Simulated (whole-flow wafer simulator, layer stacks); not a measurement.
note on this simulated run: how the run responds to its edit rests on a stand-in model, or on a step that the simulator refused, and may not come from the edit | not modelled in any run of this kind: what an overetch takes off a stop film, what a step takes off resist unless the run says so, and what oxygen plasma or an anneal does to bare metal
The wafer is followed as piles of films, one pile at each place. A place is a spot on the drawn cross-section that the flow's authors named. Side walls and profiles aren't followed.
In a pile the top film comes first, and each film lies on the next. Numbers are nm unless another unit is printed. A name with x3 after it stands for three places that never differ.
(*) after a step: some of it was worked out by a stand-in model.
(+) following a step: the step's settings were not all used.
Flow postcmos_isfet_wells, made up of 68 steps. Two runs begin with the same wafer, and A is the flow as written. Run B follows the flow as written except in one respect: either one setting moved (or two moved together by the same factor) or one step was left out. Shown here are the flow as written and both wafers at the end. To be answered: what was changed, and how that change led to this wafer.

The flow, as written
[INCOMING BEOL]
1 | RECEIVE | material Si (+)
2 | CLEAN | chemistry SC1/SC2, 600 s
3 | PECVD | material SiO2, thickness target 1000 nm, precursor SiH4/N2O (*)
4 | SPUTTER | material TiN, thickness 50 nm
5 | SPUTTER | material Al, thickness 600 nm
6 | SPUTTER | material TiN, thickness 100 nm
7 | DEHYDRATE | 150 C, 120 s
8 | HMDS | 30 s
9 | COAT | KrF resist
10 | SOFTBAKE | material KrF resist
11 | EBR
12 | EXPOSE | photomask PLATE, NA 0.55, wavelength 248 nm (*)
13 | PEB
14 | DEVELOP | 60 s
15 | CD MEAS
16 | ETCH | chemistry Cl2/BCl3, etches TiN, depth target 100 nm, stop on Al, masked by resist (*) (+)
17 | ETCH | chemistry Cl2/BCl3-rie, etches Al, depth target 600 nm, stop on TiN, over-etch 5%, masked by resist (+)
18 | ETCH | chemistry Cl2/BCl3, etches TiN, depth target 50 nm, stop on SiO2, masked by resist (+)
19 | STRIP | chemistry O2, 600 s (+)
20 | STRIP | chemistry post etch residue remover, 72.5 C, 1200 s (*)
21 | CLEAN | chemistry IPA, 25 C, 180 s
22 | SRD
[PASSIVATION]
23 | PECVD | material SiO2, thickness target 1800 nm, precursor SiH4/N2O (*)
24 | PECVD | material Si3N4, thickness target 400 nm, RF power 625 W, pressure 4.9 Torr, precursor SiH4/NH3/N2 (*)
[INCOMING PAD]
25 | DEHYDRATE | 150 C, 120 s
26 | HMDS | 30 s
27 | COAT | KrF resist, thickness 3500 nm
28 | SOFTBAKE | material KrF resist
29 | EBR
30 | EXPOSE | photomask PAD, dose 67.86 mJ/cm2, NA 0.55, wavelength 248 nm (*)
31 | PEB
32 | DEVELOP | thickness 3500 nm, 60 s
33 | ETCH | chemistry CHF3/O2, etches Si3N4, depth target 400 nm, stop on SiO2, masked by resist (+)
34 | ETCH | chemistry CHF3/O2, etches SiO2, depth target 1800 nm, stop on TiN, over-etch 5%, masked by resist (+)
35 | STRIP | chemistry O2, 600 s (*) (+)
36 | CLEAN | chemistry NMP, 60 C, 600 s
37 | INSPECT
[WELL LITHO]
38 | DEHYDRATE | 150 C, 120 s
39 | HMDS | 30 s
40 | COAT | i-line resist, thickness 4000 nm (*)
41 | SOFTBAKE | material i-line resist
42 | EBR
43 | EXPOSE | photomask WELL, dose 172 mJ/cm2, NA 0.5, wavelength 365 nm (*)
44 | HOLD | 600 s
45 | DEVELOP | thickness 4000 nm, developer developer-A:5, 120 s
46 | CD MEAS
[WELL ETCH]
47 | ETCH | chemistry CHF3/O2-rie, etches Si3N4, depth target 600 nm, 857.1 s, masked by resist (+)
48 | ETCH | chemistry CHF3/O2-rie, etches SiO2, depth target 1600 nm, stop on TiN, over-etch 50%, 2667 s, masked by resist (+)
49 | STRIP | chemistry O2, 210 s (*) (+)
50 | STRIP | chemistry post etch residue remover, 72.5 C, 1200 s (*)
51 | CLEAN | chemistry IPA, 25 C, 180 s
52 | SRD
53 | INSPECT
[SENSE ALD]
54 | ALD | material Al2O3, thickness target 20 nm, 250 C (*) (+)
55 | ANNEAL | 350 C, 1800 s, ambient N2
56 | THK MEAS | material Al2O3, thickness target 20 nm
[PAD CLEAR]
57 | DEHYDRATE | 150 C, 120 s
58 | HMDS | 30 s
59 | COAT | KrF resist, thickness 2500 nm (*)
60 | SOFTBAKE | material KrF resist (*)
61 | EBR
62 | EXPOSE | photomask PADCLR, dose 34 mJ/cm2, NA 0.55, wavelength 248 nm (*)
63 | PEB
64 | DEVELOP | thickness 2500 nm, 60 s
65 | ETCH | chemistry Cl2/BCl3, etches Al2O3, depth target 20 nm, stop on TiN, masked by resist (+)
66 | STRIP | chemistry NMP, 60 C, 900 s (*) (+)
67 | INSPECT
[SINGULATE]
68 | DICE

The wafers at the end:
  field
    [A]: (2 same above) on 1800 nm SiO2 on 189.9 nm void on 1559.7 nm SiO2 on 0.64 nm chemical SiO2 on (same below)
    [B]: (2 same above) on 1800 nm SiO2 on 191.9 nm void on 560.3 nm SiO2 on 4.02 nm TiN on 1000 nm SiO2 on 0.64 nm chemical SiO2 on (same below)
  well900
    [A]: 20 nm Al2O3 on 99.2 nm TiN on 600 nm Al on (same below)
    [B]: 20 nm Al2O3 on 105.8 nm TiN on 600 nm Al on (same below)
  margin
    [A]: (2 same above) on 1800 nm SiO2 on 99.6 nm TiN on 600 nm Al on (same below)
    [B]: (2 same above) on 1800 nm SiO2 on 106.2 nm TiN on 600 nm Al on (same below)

The reason: step 6, SPUTTER: thickness 106.6 nm was run, while the flow as written has thickness 100 nm.

Step by step, how the change led to this:
  6 | SPUTTER | material TiN, thickness 100 nm
      field, margin, well900 and 6 more: A +100 TiN (new film) | B +106.6 TiN (new film)
  16 | ETCH | chemistry Cl2/BCl3, etches TiN, depth target 100 nm, stop on Al, masked by resist (*) (+)
      field: A -100 TiN (all of it) | B -100 TiN
  17 | ETCH | chemistry Cl2/BCl3-rie, etches Al, depth target 600 nm, stop on TiN, over-etch 5%, masked by resist (+)
      field: A -600 Al (all of it) | B -6.6 TiN (all of it), -589.4 Al
  18 | ETCH | chemistry Cl2/BCl3, etches TiN, depth target 50 nm, stop on SiO2, masked by resist (+)
      field: A -50 TiN (all of it) | B -10.6 Al (all of it), -45.6 TiN
  23 | PECVD | material SiO2, thickness target 1800 nm, precursor SiH4/N2O (*)
      field: A +1800 SiO2 (new film), +189.9 void (new film), +559.7 SiO2 | B +1800 SiO2 (new film), +191.9 void (new film), +560.3 SiO2 (new film)
Taking metal films that touch as one body, field has 1 body; the flow as written gives 0 bodies.
